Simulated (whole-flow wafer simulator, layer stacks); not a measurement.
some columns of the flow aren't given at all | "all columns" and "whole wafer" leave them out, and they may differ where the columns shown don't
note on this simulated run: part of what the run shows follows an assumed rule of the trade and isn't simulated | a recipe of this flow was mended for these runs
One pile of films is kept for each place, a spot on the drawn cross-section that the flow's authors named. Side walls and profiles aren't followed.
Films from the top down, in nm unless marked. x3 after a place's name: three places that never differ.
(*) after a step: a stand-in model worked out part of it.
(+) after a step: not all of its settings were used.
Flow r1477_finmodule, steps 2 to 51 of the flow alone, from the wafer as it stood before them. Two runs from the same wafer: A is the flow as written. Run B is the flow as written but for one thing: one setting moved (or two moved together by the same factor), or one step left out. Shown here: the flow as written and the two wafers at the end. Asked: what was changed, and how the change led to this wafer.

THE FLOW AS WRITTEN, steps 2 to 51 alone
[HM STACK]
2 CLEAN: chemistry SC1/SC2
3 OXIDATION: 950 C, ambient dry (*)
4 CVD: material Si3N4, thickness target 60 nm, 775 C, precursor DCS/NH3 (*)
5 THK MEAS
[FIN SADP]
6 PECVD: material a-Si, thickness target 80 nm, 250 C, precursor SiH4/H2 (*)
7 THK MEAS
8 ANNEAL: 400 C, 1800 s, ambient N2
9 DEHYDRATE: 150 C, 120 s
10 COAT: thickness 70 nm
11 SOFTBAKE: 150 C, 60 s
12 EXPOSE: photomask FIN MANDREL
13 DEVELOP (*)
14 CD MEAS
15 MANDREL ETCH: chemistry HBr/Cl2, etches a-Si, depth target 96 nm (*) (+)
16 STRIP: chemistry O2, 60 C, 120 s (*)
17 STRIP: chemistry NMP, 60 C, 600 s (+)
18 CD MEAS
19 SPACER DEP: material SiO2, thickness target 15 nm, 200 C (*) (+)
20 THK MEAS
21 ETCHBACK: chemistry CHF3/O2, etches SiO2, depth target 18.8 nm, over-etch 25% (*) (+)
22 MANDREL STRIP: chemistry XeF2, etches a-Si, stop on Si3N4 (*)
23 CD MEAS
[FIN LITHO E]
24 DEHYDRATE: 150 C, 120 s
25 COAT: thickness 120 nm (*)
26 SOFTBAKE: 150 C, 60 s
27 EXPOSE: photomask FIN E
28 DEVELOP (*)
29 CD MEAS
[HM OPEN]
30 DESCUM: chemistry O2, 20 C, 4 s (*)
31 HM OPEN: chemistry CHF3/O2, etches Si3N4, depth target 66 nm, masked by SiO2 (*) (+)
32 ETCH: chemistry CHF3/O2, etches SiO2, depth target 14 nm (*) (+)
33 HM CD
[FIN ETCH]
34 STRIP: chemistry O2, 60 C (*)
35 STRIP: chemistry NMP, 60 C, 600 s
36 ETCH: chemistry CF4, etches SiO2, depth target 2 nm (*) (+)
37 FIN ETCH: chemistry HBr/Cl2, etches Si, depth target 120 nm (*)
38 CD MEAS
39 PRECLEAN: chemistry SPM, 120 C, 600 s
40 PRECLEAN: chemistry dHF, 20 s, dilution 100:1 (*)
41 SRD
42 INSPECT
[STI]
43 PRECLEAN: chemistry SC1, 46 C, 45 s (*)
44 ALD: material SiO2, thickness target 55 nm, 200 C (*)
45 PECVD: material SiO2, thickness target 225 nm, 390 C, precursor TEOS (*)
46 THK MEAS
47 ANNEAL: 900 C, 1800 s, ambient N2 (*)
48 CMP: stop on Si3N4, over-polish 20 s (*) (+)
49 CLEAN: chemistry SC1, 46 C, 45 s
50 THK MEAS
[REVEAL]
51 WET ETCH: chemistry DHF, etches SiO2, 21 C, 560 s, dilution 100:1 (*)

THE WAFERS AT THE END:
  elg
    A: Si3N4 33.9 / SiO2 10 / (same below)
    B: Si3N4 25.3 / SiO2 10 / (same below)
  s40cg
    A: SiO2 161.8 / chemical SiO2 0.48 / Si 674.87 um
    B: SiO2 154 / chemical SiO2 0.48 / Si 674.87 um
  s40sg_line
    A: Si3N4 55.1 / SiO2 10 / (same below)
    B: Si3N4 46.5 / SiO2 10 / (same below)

The cause: step 4, CVD: thickness target 51.4 nm was run, where the flow has thickness target 60 nm.

How the change led to this, step by step:
  4 CVD: material Si3N4, thickness target 60 nm, 775 C, precursor DCS/NH3 (*)
      pad, padg, elg and 33 more: A Si3N4 +60 (new film) | B Si3N4 +51.4 (new film)
  31 HM OPEN: chemistry CHF3/O2, etches Si3N4, depth target 66 nm, masked by SiO2 (*) (+)
      pad, padg, esg and 13 more: A Si3N4 -54.1 (all of it), SiO2 -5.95 | B Si3N4 -45.5 (all of it), SiO2 -10 (all of it), Si -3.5
      s40cg, s45cg, s50cg, s40co, s45co, s50co: A Si3N4 -60 (all of it), SiO2 -3 | B Si3N4 -51.4 (all of it), SiO2 -7.3
  32 ETCH: chemistry CHF3/O2, etches SiO2, depth target 14 nm (*) (+)
      pad, padg: A SiO2 -4.05 (all of it), Si -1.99 | B Si -2.8
      esg, eso: A SiO2 -4.05 (all of it), Si -1.99 | B Si -2.31
      (and at 18 more places)
  44 ALD: material SiO2, thickness target 55 nm, 200 C (*)
      s40cg, s45cg, s50cg, s40co, s45co, s50co: A SiO2 +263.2 (new film) | B SiO2 +255.4 (new film)
      esg, eso: A SiO2 +223.2 (new film) | B SiO2 +218.4 (new film)
      (and at 4 more places)
  48 CMP: stop on Si3N4, over-polish 20 s (*) (+)
      pad, padg: A SiO2 -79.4 | B SiO2 -83.7
